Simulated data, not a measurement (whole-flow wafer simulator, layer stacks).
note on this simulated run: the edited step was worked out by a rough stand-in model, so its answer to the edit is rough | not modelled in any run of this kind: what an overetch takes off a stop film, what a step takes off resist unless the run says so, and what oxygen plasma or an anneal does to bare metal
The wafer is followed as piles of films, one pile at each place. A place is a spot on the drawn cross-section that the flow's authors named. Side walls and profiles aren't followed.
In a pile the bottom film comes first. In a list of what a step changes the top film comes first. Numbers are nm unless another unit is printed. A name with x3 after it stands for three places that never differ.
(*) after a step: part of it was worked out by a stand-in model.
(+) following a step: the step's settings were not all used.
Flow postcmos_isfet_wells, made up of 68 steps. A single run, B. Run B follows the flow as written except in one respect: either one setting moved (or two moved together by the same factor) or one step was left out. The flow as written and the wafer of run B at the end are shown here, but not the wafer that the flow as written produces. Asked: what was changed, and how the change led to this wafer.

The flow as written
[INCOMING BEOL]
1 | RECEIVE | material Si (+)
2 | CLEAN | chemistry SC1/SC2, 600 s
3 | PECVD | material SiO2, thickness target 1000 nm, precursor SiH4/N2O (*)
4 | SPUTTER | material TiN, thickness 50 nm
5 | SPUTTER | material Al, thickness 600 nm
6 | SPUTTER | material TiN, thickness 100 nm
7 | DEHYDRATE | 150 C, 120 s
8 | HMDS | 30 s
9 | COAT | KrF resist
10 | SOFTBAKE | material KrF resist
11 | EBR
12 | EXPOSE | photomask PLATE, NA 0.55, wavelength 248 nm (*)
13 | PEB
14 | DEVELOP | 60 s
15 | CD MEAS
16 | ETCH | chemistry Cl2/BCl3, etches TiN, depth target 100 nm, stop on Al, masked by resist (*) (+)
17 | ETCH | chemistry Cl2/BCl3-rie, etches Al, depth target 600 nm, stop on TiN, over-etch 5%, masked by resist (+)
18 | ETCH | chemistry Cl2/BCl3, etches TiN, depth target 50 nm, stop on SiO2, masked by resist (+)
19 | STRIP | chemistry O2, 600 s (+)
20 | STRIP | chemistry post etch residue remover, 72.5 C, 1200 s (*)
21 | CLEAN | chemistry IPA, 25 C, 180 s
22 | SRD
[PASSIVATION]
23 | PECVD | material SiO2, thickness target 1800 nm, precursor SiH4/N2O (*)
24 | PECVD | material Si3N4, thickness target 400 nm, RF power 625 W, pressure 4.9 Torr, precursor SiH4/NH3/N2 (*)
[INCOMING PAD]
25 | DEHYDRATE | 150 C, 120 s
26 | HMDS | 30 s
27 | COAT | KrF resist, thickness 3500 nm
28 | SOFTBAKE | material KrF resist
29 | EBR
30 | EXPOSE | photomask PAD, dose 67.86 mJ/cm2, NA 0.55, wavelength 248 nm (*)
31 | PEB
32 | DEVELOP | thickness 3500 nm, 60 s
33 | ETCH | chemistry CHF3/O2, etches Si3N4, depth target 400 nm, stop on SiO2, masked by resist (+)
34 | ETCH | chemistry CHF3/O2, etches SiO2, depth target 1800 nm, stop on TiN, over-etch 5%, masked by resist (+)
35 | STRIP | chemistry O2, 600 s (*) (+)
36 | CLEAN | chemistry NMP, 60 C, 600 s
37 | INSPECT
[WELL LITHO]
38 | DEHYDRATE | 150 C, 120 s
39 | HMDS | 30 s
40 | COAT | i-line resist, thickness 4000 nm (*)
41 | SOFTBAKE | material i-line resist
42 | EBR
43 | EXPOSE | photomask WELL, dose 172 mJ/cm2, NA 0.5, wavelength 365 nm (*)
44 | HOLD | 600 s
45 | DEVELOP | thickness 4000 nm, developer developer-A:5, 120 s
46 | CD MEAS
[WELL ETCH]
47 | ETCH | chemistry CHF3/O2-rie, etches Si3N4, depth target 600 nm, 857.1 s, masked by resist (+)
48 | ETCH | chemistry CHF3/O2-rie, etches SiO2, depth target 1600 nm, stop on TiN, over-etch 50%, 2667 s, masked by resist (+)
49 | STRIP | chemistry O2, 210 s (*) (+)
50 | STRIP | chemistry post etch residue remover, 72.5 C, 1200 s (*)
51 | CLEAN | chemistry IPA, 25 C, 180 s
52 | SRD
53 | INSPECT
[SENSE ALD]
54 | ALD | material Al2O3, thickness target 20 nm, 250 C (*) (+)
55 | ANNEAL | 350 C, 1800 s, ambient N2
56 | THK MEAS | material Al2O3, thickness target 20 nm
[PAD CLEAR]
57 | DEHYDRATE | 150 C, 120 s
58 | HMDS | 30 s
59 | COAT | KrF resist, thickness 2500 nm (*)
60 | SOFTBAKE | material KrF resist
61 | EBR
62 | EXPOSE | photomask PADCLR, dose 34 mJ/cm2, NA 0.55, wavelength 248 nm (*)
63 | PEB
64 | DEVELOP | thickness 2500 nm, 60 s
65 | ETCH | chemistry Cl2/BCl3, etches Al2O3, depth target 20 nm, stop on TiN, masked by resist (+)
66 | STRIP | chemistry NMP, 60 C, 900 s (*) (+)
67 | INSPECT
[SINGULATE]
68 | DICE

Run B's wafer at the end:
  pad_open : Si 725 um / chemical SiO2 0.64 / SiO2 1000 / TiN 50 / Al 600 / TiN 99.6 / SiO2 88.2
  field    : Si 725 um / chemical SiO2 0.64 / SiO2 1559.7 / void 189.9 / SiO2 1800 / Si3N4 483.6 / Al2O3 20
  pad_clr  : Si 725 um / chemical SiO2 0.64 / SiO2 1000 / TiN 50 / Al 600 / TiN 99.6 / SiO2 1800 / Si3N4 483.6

The reason: step 24, PECVD: thickness target 484 nm was run, while the flow as written has thickness target 400 nm.

How this came from the change, step by step:
  24 | PECVD | material Si3N4, thickness target 400 nm, RF power 625 W, pressure 4.9 Torr, precursor SiH4/NH3/N2 (*)
      field, margin, well900, well1300 x3, pad_rim, pad_clr, pad_open: Si3N4 gains 484 (new film) (as written it would have been: Si3N4 gains 400 (new film))
  33 | ETCH | chemistry CHF3/O2, etches Si3N4, depth target 400 nm, stop on SiO2, masked by resist (+)
      pad_open: Si3N4 loses 400 (as written it would have been: Si3N4 loses 400 (all of it))
  34 | ETCH | chemistry CHF3/O2, etches SiO2, depth target 1800 nm, stop on TiN, over-etch 5%, masked by resist (+)
      pad_open: Si3N4 loses 84 (all of it), SiO2 loses 1711.8 (as written it would have been: SiO2 loses 1800 (all of it))
  47 | ETCH | chemistry CHF3/O2-rie, etches Si3N4, depth target 600 nm, 857.1 s, masked by resist (+)
      well900, well1300 x3: Si3N4 loses 484 (all of it), SiO2 loses 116 (as written it would have been: Si3N4 loses 400 (all of it), SiO2 loses 200)
  48 | ETCH | chemistry CHF3/O2-rie, etches SiO2, depth target 1600 nm, stop on TiN, over-etch 50%, 2667 s, masked by resist (+)
      well900, well1300 x3: SiO2 loses 1684 (all of it) (as written it would have been: SiO2 loses 1600 (all of it))
  59 | COAT | KrF resist, thickness 2500 nm (*)
      field: KrF resist gains 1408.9 (new film) (as written it would have been: KrF resist gains 1449 (new film))
      margin: KrF resist gains 1408.8 (new film) (as written it would have been: KrF resist gains 1448.9 (new film))
  66 | STRIP | chemistry NMP, 60 C, 900 s (*) (+)
      field: KrF resist loses 1360.3 (all of it) (as written it would have been: KrF resist loses 1400.1 (all of it))
      margin: KrF resist loses 1360.2 (all of it) (as written it would have been: KrF resist loses 1400.1 (all of it))
